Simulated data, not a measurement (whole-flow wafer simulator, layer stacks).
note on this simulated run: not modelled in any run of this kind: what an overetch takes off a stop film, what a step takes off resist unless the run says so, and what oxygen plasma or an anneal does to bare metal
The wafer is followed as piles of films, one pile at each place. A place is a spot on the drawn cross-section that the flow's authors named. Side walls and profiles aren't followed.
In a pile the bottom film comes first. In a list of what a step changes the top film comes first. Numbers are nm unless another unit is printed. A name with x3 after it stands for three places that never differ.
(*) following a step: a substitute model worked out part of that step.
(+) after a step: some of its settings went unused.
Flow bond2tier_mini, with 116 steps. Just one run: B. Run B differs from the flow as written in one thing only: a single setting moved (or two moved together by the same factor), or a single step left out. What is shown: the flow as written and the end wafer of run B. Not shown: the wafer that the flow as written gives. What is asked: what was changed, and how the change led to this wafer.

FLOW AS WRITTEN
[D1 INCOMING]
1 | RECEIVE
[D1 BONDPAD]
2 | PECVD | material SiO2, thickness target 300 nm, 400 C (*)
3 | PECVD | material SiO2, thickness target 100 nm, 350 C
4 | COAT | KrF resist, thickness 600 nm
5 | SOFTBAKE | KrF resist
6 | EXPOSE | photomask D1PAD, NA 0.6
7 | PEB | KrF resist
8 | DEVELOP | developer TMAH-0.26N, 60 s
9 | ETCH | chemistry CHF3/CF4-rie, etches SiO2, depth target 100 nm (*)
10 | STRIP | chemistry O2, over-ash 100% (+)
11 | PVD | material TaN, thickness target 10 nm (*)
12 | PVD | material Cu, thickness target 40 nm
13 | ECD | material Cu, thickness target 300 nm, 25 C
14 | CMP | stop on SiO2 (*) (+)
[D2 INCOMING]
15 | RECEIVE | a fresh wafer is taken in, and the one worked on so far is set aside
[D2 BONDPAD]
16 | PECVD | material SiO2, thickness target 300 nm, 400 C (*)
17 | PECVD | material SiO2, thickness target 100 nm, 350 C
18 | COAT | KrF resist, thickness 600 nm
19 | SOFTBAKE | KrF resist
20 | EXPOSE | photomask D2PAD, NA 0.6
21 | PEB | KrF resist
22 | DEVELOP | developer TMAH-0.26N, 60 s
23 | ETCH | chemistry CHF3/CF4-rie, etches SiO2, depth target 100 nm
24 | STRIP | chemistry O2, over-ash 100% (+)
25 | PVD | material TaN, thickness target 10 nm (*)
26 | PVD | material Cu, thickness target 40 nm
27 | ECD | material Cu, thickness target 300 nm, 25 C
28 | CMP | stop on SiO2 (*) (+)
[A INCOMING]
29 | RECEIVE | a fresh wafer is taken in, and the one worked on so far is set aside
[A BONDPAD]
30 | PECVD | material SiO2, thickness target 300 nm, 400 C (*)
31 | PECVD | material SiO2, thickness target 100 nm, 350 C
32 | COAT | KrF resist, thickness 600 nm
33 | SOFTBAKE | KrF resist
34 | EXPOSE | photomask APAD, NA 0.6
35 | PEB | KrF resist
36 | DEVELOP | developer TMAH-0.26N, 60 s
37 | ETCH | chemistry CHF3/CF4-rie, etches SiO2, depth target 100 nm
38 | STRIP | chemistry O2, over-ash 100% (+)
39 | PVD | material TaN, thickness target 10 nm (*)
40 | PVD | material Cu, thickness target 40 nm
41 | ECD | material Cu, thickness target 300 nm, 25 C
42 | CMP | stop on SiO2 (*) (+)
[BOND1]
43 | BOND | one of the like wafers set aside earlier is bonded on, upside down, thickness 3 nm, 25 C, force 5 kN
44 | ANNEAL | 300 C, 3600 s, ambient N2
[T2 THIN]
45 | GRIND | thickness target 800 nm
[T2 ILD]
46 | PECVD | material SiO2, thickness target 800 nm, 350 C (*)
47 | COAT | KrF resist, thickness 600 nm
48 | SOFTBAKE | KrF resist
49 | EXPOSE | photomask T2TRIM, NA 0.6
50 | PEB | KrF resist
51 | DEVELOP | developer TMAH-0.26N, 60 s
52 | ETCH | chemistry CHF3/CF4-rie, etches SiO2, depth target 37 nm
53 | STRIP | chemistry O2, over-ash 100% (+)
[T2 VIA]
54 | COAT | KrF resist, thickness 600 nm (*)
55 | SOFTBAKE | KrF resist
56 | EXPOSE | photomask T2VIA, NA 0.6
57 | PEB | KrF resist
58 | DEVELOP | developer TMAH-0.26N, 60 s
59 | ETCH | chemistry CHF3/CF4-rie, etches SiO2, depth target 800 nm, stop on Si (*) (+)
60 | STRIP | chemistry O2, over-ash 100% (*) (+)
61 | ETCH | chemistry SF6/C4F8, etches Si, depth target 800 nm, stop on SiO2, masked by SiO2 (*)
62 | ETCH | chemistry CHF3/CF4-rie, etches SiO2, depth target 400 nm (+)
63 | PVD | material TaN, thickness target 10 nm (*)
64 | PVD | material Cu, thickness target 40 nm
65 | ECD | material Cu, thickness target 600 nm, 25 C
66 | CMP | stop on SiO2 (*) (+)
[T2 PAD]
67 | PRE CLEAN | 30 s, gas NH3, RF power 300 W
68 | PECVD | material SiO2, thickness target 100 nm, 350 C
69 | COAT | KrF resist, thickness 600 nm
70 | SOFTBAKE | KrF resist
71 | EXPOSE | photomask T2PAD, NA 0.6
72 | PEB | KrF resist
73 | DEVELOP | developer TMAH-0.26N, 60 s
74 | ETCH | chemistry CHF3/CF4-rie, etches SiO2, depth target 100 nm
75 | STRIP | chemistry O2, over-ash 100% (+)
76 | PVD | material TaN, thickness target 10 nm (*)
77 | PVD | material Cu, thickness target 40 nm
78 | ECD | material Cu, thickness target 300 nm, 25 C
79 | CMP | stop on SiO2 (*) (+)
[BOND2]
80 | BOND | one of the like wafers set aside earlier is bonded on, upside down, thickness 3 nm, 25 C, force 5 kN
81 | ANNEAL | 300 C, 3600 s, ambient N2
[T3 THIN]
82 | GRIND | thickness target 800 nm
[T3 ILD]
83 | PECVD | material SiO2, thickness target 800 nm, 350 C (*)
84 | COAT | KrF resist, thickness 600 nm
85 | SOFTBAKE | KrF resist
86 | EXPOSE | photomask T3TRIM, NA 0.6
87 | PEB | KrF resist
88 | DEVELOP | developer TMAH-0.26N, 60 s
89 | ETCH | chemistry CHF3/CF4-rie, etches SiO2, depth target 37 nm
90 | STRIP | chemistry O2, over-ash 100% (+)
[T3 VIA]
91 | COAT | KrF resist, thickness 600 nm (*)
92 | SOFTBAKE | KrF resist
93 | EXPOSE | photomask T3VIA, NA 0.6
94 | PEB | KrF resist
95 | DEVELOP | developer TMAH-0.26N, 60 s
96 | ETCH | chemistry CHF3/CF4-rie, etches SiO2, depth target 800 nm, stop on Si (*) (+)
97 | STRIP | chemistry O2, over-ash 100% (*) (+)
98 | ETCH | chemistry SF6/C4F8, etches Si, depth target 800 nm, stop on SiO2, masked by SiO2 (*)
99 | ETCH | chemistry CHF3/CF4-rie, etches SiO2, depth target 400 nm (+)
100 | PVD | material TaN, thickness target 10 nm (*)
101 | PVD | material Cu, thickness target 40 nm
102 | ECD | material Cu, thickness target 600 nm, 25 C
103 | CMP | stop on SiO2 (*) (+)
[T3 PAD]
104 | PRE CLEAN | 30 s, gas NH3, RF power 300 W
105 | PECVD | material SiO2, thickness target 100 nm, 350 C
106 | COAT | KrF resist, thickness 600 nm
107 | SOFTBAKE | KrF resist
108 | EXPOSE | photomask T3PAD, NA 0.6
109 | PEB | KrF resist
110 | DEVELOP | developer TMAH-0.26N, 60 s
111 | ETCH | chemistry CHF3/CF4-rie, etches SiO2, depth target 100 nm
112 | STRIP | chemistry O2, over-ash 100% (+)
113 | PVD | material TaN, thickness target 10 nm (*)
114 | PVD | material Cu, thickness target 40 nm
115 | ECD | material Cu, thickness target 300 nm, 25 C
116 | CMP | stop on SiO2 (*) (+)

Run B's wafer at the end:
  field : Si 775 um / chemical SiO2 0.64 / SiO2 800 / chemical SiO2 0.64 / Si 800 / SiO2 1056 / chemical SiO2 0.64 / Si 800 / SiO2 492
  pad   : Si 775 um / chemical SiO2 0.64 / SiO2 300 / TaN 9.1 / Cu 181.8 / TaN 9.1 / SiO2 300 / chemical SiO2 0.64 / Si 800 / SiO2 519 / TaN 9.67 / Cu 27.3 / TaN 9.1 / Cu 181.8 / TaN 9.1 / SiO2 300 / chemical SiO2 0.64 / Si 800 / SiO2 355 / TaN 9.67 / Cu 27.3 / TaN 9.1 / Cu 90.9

Cause: step 62, ETCH: depth target 236 nm was run, though the flow has depth target 400 nm.

The path from the change to this, step by step:
  62 | ETCH | chemistry CHF3/CF4-rie, etches SiO2, depth target 400 nm (+)
      field, pad: SiO2 loses 236 (it would be, as written: SiO2 loses 400)
